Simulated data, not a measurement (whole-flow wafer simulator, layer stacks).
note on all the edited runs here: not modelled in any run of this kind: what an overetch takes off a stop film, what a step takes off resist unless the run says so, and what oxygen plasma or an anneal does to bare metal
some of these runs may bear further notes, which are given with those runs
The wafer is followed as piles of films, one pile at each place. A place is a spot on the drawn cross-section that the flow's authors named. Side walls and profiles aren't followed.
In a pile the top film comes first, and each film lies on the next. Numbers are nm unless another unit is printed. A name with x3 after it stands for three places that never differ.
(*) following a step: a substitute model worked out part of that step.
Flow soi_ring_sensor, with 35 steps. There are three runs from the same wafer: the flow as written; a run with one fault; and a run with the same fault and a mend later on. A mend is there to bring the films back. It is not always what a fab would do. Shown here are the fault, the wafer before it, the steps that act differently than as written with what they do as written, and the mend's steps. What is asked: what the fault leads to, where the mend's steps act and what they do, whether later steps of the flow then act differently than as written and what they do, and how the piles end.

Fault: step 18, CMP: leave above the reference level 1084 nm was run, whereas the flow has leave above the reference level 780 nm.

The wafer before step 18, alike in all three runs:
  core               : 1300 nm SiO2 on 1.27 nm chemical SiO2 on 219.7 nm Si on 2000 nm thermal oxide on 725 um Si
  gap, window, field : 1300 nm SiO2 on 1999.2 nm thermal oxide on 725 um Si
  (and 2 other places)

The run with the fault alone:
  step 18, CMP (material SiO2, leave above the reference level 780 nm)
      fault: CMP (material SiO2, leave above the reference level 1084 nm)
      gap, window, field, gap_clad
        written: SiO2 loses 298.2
        fault: nothing
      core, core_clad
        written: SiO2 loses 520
        fault: SiO2 loses 216
  Steps later in the flow that act otherwise than as written (5 other steps are not shown; they differ only slightly, by no more than 2% or 0.5 nm, whichever is larger):
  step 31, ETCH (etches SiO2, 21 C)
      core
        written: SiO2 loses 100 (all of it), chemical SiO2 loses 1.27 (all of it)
        fault: SiO2 loses 404 (all of it), chemical SiO2 loses 1.27 (all of it)
  At field, core_clad, the piles at the end differ from the flow's by more than 2% or 0.5 nm, whichever is larger.
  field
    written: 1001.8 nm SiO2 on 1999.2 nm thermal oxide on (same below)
    fault: 1300 nm SiO2 on 1999.2 nm thermal oxide on (same below)
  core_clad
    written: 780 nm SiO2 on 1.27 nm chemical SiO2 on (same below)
    fault: 1084 nm SiO2 on 1.27 nm chemical SiO2 on (same below)

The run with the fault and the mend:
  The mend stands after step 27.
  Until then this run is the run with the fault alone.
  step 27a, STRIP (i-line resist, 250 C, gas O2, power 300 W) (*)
      field
        i-line resist loses 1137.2 (all of it)
      core_clad
        i-line resist loses 1132.3 (all of it)
      gap_clad
        i-line resist loses 1137.8 (all of it)
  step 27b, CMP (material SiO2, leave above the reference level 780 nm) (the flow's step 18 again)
      gap, window, field, gap_clad
        SiO2 loses 298.2
      core, core_clad
        SiO2 loses 304
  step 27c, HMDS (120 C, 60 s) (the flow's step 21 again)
      does not change any film at any place that is followed
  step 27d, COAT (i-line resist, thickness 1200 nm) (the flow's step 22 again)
      core, gap, window, field, core_clad, gap_clad
        i-line resist gains 1200 (new film)
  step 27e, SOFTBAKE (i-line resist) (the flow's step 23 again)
      does not change any film at any place that is followed
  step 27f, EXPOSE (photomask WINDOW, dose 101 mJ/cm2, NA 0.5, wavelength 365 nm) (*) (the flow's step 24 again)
      does not change any film at any place that is followed
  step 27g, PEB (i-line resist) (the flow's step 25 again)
      core, gap, window, field, core_clad, gap_clad
        i-line resist loses 62.8
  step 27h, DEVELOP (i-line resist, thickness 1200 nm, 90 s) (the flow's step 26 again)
      core, gap, window
        i-line resist loses 1137.2 (all of it)
      field, core_clad, gap_clad
        i-line resist loses 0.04
  Every later step of the flow that is run acts as written at every place that is followed.
  By the end, the piles equal the flow's at every place that both follow.
